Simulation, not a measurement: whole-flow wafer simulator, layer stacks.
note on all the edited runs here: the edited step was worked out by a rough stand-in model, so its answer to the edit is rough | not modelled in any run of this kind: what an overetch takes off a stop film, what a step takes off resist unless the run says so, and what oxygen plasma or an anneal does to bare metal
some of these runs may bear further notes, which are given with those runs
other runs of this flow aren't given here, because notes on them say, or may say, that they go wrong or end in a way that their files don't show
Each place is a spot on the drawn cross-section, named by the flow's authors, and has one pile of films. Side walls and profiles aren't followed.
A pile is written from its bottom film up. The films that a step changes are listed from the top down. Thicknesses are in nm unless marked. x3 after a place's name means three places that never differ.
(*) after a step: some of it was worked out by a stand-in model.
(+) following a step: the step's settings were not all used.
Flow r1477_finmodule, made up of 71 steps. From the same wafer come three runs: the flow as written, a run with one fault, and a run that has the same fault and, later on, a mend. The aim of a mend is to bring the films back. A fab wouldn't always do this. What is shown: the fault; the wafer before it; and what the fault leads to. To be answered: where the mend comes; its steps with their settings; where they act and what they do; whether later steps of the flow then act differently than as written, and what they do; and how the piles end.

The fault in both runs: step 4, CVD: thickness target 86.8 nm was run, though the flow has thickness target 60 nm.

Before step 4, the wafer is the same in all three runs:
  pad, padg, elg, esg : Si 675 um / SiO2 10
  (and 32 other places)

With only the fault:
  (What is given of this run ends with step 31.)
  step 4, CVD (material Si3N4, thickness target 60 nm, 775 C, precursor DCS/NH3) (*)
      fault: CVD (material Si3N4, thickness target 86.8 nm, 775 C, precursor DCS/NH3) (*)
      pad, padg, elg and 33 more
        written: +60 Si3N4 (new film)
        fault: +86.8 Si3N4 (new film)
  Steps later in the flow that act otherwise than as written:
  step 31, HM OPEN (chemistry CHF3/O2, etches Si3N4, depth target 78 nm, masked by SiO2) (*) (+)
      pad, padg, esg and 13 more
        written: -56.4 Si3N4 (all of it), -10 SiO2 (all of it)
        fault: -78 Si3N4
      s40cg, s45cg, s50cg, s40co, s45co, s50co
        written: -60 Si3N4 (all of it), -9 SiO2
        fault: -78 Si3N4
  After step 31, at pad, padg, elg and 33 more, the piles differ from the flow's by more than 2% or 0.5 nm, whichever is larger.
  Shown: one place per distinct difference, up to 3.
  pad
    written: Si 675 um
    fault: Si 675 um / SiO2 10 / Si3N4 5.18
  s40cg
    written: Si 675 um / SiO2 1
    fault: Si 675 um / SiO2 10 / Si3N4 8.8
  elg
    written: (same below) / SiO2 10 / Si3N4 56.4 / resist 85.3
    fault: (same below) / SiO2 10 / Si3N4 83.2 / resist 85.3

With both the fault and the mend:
  The mend follows step 5.
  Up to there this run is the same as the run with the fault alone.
  step 5a, ETCH (chemistry h3po4, depth target 26.8 nm)
      pad, padg, elg and 33 more
        -26.8 Si3N4
  Later steps of the flow that are run all act as written at every place that is followed.
  By the end, the piles equal the flow's at every place that both follow.
